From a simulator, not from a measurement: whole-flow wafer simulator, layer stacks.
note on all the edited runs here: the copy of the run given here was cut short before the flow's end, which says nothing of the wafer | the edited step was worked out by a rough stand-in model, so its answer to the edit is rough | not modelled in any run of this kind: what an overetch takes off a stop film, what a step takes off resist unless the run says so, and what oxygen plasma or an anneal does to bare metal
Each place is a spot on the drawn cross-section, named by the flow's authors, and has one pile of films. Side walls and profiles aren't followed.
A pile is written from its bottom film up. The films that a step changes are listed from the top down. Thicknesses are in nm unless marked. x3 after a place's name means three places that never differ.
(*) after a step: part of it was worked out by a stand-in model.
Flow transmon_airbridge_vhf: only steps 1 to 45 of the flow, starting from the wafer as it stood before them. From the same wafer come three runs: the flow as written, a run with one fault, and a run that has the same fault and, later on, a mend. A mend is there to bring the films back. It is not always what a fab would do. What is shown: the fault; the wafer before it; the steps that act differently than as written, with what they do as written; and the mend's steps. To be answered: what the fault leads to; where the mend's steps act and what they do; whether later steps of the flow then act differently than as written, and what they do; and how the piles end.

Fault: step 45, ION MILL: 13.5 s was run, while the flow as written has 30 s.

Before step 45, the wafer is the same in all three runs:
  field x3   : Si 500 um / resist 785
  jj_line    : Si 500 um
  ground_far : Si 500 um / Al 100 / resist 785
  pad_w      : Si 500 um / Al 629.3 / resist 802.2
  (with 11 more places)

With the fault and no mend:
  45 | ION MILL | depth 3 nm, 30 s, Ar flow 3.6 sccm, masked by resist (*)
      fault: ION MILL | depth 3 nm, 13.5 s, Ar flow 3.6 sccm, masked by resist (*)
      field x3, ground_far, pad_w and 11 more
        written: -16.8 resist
        fault: -7.55 resist
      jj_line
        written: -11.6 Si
        fault: -5.23 Si
  Every later step of the flow that is run acts as written at every place that is followed.
  The piles end only slightly different from the flow's at the places that both follow, by no more than 2% or 0.5 nm, whichever is larger.

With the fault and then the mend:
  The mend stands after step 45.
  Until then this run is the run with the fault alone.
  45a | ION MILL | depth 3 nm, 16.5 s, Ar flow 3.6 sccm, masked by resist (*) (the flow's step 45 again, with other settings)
      field x3, ground_far, pad_w and 11 more
        -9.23 resist
      jj_line
        -6.4 Si
  Every later step of the flow that is run acts as written at every place that is followed.
  At every place that both follow, the piles at the end match the flow's.
